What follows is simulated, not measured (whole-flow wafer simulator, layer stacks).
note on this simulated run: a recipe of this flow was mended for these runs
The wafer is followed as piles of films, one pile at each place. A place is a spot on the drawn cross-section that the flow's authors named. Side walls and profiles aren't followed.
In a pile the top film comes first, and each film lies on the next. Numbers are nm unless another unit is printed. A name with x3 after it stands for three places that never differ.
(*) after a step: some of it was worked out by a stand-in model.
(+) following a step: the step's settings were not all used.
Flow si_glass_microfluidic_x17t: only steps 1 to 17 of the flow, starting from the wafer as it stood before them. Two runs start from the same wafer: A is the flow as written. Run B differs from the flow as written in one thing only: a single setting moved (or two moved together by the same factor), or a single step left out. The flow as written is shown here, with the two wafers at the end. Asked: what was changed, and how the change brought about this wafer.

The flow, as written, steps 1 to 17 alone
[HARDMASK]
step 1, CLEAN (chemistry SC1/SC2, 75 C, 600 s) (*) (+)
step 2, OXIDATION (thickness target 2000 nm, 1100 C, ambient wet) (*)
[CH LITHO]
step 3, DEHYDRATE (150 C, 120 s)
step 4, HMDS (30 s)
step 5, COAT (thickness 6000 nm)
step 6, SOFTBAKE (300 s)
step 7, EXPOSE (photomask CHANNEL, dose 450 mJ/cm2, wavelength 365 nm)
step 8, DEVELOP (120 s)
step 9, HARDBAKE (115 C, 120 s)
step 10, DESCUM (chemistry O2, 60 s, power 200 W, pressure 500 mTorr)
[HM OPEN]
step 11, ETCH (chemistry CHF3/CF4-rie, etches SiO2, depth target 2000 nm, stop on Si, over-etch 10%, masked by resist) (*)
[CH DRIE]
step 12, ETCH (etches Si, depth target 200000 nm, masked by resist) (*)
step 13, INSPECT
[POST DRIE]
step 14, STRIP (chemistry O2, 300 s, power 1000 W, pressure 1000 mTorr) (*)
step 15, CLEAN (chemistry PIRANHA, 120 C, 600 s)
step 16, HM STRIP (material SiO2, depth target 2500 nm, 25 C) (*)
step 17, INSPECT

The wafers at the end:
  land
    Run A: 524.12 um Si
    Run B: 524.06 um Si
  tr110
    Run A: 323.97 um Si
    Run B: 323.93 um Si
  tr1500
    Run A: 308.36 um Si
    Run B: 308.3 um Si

What caused this: step 2, OXIDATION: 1123 C was run, whereas the flow has 1100 C.

Step by step, how the change led to this:
  step 2, OXIDATION (thickness target 2000 nm, 1100 C, ambient wet) (*)
      land, tr110, tr1500, tr15: A SiO2 gains 2000 (new film), chemical SiO2 loses 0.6 (all of it), Si loses 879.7 | B SiO2 gains 2130.7 (new film), chemical SiO2 loses 0.6 (all of it), Si loses 937.2
  step 11, ETCH (chemistry CHF3/CF4-rie, etches SiO2, depth target 2000 nm, stop on Si, over-etch 10%, masked by resist) (*)
      tr110, tr1500, tr15: A SiO2 loses 2000 (all of it), Si loses 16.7 | B SiO2 loses 2130.7 (all of it), Si loses 5.78
  step 12, ETCH (etches Si, depth target 200000 nm, masked by resist) (*)
      tr1500: A Si loses 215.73 um | B Si loses 215.75 um
      tr15: A Si loses 149.99 um | B Si loses 149.95 um
  step 16, HM STRIP (material SiO2, depth target 2500 nm, 25 C) (*)
      land: A SiO2 loses 2000 (all of it) | B SiO2 loses 2130.7 (all of it)
